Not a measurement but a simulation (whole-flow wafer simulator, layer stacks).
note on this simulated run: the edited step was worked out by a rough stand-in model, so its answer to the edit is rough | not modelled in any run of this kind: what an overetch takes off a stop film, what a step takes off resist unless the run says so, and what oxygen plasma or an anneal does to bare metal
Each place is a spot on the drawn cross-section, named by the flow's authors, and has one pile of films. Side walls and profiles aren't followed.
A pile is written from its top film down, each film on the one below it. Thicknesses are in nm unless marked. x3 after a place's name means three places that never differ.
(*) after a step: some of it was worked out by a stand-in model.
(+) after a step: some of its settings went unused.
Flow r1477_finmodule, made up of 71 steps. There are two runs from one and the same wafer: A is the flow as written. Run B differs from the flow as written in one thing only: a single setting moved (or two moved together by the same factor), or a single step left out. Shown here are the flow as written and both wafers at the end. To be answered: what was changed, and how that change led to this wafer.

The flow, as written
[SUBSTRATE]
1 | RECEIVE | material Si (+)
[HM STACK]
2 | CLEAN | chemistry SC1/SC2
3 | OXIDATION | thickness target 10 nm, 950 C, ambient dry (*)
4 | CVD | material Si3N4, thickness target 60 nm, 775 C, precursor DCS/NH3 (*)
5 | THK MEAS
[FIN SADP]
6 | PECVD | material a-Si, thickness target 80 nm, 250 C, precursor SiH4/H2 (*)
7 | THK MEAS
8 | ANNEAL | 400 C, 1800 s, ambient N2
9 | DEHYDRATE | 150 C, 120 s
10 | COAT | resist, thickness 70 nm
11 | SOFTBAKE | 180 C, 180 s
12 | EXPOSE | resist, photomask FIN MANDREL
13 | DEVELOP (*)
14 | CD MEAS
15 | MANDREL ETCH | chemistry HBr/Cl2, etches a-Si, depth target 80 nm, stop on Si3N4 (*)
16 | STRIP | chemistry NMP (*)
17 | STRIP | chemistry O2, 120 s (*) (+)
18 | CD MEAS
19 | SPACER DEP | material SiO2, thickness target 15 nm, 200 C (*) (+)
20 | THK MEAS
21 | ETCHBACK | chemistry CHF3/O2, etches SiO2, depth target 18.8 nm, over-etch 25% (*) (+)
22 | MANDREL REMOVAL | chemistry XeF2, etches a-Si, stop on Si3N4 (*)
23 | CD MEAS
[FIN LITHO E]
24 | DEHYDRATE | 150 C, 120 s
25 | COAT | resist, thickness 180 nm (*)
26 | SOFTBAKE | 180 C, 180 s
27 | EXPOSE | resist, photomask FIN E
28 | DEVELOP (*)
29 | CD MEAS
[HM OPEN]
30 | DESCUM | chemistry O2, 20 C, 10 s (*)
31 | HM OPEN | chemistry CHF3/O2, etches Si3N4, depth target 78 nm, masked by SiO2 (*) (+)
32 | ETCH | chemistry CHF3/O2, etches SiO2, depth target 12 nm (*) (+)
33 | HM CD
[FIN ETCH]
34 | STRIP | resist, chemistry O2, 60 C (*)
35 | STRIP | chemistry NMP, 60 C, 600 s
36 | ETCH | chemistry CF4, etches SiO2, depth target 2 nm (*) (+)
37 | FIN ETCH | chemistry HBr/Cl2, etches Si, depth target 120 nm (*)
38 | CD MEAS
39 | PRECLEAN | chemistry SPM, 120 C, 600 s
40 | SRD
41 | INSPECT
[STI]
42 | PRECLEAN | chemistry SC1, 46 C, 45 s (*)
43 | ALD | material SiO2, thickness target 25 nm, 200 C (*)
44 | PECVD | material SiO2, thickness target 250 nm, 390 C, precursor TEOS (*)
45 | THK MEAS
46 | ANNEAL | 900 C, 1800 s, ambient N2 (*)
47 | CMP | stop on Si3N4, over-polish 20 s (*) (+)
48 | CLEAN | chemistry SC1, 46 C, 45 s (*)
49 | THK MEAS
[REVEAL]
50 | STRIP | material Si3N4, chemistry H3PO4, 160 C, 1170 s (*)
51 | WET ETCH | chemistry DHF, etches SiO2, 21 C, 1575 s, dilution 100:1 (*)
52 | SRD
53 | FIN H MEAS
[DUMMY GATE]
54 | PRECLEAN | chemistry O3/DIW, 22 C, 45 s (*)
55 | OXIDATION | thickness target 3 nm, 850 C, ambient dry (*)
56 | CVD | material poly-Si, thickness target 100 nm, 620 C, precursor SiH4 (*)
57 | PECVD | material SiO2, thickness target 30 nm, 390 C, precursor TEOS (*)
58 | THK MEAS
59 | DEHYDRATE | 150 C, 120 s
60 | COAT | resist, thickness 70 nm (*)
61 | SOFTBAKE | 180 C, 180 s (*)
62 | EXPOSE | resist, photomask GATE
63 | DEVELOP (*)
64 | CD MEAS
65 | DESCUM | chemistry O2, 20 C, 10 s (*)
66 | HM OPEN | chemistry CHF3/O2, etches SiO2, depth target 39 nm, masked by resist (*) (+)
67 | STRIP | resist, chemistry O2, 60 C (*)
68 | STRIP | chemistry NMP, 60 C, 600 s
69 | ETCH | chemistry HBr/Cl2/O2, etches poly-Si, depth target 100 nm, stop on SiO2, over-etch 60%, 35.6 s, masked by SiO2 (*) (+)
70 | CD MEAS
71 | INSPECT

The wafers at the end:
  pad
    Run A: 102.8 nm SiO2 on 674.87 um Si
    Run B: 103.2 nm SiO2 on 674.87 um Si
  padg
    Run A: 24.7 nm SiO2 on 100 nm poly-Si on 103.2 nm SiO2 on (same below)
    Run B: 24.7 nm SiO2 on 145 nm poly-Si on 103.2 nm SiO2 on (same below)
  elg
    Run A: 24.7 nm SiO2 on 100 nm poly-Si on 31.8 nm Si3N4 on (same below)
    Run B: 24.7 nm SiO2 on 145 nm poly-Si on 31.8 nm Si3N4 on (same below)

What caused this: step 56, CVD: thickness target 145 nm was run, while the flow as written has thickness target 100 nm.
The wafer itself shows it: padg has poly-Si 145, and step 56 as written asks for 100 nm.

The path from the change to this, step by step:
  56 | CVD | material poly-Si, thickness target 100 nm, 620 C, precursor SiH4 (*)
      pad, padg, elg and 26 more: A +100 poly-Si (new film) | B +145 poly-Si (new film)
      s40cg, s40co: A +113.9 poly-Si (new film) | B +159.6 poly-Si (new film)
      (also at 5 further places)
  67 | STRIP | resist, chemistry O2, 60 C (*)
      s40cg: A -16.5 resist (all of it) | B -15.9 resist (all of it)
      s45cg: A -16.9 resist (all of it) | B -16.3 resist (all of it)
      (also at 1 further place)
  69 | ETCH | chemistry HBr/Cl2/O2, etches poly-Si, depth target 100 nm, stop on SiO2, over-etch 60%, 35.6 s, masked by SiO2 (*) (+)
      pad, e40so, e100so, e200so, s40so, s45so, s50so: A -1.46 chemical SiO2 (all of it), -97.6 poly-Si (all of it), -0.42 SiO2 | B -1.46 chemical SiO2 (all of it), -142.6 poly-Si (all of it)
      elo, e40lo, e100lo, e200lo: A -1.46 chemical SiO2 (all of it), -97.6 poly-Si (all of it), -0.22 Si3N4 | B -1.46 chemical SiO2 (all of it), -142.6 poly-Si (all of it)
      (also at 7 further places)
